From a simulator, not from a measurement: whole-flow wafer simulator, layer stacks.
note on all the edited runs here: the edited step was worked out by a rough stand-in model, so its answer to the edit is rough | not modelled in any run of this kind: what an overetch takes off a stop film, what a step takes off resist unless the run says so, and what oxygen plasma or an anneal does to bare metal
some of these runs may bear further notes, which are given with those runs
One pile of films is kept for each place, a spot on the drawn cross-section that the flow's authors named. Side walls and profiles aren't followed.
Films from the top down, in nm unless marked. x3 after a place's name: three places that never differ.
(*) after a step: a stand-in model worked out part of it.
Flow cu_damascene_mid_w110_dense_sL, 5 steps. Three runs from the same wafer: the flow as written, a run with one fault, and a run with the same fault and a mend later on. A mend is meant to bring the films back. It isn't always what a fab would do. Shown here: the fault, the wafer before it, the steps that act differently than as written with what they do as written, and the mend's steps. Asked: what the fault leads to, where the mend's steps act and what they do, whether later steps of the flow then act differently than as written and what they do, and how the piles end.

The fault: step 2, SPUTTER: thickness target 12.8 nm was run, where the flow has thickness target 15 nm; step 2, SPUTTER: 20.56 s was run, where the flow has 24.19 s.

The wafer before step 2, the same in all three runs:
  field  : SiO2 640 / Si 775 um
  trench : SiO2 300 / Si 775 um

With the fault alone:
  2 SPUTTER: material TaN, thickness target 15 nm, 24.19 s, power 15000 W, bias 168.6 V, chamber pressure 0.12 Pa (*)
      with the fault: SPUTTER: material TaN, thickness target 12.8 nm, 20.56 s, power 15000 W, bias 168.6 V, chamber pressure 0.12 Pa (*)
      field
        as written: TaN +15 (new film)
        with the fault: TaN +12.8 (new film)
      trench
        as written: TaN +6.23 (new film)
        with the fault: TaN +5.32 (new film)
  No later step of the flow acts differently than as written, at any place that is followed, by more than 2% or 0.5 nm, whichever is larger.
  At the end the piles differ from the flow's by more than 2% or 0.5 nm, whichever is larger, at field, trench.
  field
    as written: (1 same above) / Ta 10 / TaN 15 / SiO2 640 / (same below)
    with the fault: (1 same above) / Ta 10 / TaN 12.8 / SiO2 640 / (same below)
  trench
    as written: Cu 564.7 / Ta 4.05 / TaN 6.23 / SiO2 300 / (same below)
    with the fault: Cu 563.4 / Ta 4.07 / TaN 5.32 / SiO2 300 / (same below)

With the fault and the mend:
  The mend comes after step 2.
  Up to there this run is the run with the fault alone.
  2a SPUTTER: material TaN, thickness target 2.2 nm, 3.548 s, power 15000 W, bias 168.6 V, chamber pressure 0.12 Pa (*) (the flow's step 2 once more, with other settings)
      field
        TaN +2.2
      trench
        TaN +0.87
  No later step of the flow acts differently than as written at any place that is followed.
  At the end the piles differ from the flow's only slightly at the places that both follow, by at most 2% or 0.5 nm, whichever is larger.
